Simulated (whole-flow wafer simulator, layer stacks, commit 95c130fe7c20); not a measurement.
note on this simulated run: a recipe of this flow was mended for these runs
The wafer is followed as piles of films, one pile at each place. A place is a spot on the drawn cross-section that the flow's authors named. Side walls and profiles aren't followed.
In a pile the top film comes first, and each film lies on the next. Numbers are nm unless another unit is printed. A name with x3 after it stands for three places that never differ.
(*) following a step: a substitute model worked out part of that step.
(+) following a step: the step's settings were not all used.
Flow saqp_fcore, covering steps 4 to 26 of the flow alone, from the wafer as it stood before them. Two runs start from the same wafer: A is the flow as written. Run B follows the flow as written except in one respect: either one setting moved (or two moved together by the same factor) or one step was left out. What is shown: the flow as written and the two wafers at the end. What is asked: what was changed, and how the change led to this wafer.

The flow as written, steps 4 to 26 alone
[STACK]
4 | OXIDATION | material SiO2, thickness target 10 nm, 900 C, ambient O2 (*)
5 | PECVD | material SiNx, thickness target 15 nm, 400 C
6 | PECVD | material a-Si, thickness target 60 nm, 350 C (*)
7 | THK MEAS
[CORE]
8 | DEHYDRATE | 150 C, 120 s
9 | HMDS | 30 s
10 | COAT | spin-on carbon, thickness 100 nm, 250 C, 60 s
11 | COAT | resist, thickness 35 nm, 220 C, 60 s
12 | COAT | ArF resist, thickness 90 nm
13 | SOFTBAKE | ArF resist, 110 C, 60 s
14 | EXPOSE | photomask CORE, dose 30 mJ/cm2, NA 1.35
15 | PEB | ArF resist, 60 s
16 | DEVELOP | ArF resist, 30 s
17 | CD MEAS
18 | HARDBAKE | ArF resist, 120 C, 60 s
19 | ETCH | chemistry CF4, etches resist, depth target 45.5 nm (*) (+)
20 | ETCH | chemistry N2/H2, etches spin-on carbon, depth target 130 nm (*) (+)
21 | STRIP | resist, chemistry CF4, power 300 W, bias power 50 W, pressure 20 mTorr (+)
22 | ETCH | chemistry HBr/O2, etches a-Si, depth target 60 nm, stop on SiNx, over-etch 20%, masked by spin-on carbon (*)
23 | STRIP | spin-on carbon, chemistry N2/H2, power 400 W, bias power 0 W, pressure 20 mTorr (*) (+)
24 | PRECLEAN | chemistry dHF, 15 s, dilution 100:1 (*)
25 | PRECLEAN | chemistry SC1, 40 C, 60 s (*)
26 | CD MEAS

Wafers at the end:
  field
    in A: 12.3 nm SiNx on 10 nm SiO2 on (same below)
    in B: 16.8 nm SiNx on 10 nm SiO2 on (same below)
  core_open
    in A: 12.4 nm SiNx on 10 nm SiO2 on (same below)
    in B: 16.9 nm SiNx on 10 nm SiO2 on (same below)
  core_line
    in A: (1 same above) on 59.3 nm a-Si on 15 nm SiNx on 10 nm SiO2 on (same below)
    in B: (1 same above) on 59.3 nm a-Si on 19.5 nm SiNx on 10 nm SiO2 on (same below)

The reason: step 5, PECVD: thickness target 19.5 nm was run, while the flow as written has thickness target 15 nm.
The wafer itself shows it: core_line has SiNx 19.5, and step 5 as written asks for 15 nm.

Step by step, how the change led to this:
  5 | PECVD | material SiNx, thickness target 15 nm, 400 C
      field, core_open, core_line: A SiNx gains 15 (new film) | B SiNx gains 19.5 (new film)
